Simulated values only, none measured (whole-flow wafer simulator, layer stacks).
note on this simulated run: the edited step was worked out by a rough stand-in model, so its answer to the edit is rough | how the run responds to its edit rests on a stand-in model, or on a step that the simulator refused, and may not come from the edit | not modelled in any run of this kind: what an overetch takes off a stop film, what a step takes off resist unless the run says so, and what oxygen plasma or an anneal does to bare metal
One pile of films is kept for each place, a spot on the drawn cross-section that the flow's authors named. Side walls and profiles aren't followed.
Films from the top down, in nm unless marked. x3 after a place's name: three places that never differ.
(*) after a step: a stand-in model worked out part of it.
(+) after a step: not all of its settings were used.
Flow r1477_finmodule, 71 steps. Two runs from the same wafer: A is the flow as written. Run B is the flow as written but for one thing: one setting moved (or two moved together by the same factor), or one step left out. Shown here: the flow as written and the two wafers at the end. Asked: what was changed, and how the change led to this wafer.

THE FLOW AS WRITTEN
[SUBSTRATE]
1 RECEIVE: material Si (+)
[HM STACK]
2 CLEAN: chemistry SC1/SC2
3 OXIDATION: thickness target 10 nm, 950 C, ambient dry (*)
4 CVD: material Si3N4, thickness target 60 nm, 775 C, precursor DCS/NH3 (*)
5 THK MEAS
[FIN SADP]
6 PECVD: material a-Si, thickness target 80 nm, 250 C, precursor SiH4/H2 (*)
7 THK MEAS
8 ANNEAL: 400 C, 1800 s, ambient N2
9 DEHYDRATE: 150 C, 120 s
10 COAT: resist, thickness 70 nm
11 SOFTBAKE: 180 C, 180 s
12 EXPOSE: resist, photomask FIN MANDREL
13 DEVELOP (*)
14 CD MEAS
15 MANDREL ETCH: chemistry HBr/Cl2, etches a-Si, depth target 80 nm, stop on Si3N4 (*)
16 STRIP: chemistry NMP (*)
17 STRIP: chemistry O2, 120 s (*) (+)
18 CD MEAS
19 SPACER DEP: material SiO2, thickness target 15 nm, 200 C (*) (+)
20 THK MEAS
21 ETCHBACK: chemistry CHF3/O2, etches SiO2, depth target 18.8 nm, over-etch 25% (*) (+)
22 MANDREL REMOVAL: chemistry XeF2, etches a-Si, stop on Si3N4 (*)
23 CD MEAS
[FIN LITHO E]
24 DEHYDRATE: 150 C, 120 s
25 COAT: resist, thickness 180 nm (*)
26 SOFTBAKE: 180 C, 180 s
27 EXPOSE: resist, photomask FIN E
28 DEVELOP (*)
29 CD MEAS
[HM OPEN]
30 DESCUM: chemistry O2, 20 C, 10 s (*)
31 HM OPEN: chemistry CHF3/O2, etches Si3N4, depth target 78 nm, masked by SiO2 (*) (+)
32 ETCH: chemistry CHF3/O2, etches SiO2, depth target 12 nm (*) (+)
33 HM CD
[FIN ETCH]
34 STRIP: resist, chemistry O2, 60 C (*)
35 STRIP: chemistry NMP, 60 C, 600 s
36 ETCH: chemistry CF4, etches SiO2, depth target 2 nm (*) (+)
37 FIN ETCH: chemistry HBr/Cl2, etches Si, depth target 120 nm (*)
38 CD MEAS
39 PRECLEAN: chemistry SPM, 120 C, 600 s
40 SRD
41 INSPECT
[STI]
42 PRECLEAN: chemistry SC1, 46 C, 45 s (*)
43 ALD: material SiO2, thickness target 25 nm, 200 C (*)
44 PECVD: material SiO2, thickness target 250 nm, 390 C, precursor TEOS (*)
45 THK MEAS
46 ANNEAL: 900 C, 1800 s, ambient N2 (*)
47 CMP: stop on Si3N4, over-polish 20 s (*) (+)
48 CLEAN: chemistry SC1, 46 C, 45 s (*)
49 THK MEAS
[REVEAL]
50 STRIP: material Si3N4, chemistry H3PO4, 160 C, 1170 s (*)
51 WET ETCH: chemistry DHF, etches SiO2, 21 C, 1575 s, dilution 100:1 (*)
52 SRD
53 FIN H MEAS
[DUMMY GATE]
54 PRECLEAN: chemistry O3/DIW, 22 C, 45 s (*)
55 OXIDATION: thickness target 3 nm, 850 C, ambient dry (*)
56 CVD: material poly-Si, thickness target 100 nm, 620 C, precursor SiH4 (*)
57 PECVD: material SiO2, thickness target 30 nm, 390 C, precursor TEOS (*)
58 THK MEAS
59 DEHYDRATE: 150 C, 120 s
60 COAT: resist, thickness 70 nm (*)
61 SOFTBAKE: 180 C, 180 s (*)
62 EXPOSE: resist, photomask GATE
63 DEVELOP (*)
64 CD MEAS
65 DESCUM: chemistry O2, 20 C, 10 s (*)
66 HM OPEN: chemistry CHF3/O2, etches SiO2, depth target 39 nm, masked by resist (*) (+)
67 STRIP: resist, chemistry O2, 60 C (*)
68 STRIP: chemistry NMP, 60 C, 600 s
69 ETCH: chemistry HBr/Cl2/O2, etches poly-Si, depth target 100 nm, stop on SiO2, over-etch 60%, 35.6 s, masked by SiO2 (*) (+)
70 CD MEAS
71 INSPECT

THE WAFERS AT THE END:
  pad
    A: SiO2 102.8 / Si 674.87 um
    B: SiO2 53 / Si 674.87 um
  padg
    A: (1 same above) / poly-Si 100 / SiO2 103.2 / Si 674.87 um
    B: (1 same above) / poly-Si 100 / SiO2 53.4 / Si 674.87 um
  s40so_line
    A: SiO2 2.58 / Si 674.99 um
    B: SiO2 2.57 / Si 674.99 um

The cause: step 44, PECVD: thickness target 122.5 nm was run, where the flow has thickness target 250 nm.

How the change led to this, step by step:
  44 PECVD: material SiO2, thickness target 250 nm, 390 C, precursor TEOS (*)
      pad, padg, elg and 33 more: A SiO2 +250 | B SiO2 +122.5
  46 ANNEAL: 900 C, 1800 s, ambient N2 (*)
      pad, padg, elg and 33 more: A SiO2 -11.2 | B SiO2 -5.51
  47 CMP: stop on Si3N4, over-polish 20 s (*) (+)
      pad, padg, e40sg and 11 more: A SiO2 -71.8 | B nothing
      eso: A SiO2 -72.4 | B nothing
      (and at 21 more places)
  60 COAT: resist, thickness 70 nm (*)
      e40lg, e100lg, e200lg, elo, e40lo, e100lo, e200lo: A resist +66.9 (new film) | B resist +64.4 (new film)
      e40sg, e40so: A resist +129.5 (new film) | B resist +176.9 (new film)
      (and at 23 more places)
  63 DEVELOP (*)
      elo, e40lo, e100lo, e200lo: A resist -66.9 (all of it) | B resist -64.4 (all of it)
      eso: A resist -129.5 (all of it) | B resist -176.3 (all of it)
      (and at 12 more places)
  67 STRIP: resist, chemistry O2, 60 C (*)
      e40lg, e100lg, e200lg: A resist -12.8 (all of it) | B resist -10.3 (all of it)
      e40sg: A resist -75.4 (all of it) | B resist -122.8 (all of it)
      (and at 11 more places)
